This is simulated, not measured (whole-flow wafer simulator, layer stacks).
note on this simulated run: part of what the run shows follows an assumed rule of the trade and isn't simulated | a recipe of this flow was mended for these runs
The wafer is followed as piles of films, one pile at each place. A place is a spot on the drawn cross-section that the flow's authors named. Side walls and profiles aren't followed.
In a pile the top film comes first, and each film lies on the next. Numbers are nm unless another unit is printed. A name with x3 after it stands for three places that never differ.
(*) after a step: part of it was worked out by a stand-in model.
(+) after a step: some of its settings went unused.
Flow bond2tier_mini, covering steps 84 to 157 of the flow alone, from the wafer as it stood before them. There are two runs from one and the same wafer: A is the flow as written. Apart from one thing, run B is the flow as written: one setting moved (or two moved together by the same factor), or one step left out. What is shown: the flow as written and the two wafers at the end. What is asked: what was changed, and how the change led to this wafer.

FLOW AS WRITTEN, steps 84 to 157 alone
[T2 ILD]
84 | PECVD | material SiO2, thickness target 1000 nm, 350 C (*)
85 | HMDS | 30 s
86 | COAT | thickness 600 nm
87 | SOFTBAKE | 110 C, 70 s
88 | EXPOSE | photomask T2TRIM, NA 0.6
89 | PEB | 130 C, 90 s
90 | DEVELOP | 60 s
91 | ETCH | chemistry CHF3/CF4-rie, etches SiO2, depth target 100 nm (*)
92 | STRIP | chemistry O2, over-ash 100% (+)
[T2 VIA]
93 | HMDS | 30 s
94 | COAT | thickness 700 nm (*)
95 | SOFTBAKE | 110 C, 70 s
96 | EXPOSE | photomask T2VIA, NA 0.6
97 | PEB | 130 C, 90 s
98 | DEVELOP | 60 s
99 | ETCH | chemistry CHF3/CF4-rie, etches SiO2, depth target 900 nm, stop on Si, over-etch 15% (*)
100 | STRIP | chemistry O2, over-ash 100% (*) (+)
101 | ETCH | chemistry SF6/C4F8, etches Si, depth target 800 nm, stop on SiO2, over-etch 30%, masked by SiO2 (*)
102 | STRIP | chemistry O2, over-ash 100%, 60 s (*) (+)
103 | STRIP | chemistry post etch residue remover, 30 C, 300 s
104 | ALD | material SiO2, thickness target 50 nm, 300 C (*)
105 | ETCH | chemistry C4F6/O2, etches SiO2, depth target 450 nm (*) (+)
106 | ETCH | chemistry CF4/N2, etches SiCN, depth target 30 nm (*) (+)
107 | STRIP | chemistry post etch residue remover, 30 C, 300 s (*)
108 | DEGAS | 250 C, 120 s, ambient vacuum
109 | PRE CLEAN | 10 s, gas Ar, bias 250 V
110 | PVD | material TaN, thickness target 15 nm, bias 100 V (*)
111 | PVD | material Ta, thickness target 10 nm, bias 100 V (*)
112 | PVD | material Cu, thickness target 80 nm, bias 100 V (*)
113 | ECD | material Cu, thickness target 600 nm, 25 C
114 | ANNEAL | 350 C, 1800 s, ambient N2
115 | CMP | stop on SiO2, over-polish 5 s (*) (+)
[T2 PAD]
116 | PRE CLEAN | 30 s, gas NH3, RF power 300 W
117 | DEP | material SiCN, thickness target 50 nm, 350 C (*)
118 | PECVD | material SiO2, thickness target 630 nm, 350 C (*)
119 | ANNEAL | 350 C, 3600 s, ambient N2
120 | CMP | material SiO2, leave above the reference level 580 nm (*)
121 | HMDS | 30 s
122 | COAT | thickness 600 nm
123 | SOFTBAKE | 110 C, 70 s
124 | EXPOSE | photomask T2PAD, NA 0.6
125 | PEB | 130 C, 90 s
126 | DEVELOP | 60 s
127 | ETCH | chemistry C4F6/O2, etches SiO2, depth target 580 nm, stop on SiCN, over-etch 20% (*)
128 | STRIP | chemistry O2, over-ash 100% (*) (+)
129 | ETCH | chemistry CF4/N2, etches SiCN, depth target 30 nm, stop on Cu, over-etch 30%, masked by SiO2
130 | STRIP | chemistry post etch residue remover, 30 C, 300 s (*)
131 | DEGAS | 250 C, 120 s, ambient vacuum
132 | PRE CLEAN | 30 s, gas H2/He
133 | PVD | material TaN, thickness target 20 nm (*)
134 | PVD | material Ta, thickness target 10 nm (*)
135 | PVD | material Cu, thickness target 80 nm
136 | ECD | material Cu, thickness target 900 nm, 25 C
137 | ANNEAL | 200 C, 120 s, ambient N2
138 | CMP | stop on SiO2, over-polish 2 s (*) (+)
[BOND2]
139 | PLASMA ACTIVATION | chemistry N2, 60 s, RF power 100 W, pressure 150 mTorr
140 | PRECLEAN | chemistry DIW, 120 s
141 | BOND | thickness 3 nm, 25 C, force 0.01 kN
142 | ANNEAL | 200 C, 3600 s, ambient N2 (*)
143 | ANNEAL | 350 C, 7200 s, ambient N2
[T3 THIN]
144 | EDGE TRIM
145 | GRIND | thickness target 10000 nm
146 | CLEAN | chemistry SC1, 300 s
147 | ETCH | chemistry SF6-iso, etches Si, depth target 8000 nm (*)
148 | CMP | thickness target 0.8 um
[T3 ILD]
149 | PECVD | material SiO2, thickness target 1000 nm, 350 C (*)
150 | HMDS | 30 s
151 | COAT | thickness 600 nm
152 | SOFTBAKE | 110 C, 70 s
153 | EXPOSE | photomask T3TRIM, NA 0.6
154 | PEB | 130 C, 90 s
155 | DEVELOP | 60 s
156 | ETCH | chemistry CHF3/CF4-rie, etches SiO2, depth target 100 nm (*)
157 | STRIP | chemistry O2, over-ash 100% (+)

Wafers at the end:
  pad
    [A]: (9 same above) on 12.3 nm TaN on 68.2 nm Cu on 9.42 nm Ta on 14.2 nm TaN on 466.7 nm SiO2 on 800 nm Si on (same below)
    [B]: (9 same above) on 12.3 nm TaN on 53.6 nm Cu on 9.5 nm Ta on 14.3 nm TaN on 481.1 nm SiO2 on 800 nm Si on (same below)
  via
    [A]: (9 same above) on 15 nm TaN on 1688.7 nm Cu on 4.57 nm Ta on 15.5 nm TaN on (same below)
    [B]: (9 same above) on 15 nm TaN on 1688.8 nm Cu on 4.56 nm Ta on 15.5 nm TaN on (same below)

What caused this: step 91, ETCH: depth target 85.6 nm was run, whereas the flow has depth target 100 nm.

Step by step, how the change led to this:
  91 | ETCH | chemistry CHF3/CF4-rie, etches SiO2, depth target 100 nm (*)
      pad, via: A -100 SiO2 | B -85.6 SiO2
      field: A -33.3 thick-KrF-resist | B -28.5 thick-KrF-resist
  99 | ETCH | chemistry CHF3/CF4-rie, etches SiO2, depth target 900 nm, stop on Si, over-etch 15% (*)
      via: A -900 SiO2 (all of it), -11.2 Si | B -914.4 SiO2 (all of it), -10 Si
  113 | ECD | material Cu, thickness target 600 nm, 25 C
      pad: A +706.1 Cu | B +690.9 Cu
